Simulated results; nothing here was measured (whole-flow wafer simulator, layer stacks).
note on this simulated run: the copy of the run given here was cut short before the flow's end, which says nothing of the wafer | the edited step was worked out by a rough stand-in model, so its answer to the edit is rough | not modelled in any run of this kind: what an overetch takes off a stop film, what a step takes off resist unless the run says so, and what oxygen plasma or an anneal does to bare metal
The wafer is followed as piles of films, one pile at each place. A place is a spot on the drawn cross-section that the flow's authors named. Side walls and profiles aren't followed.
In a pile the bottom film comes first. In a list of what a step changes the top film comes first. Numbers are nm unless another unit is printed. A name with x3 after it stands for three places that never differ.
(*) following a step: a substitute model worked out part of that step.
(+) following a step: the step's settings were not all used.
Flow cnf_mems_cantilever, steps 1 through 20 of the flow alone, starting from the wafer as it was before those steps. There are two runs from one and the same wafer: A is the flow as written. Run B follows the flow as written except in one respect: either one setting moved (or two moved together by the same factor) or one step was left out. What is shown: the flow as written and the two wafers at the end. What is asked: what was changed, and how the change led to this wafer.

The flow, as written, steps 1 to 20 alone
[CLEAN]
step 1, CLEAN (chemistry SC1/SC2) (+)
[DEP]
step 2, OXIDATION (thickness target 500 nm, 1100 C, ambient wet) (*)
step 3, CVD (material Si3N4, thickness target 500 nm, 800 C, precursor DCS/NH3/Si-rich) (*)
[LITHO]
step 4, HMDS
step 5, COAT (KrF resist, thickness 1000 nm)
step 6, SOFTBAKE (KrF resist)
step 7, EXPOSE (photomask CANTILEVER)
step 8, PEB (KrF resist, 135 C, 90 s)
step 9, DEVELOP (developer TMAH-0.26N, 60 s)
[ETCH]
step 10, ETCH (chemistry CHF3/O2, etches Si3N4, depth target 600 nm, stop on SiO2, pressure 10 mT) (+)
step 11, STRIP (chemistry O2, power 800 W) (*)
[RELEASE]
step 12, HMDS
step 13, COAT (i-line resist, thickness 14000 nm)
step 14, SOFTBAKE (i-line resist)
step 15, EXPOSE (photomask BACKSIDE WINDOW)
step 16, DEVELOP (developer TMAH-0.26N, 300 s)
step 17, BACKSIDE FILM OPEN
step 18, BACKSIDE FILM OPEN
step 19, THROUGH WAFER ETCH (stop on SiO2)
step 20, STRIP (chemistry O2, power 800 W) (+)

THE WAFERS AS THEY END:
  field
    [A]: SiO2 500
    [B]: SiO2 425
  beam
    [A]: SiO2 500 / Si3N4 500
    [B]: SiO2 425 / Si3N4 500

Cause: step 2, OXIDATION: thickness target 425 nm was run, while the flow as written has thickness target 500 nm.
One can read it off the wafer: field has SiO2 425, and step 2 as written asks for 500 nm.

The path from the change to this, step by step:
  step 2, OXIDATION (thickness target 500 nm, 1100 C, ambient wet) (*)
      field, beam: A +500 SiO2 (new film), -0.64 chemical SiO2 (all of it), -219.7 Si | B +425 SiO2 (new film), -0.64 chemical SiO2 (all of it), -186.7 Si
  step 19, THROUGH WAFER ETCH (stop on SiO2)
      field: A under 1 film: -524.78 um Si (all of it) | B under 1 film: -524.81 um Si (all of it)
      beam: A under 2 films: -524.78 um Si (all of it) | B under 2 films: -524.81 um Si (all of it)
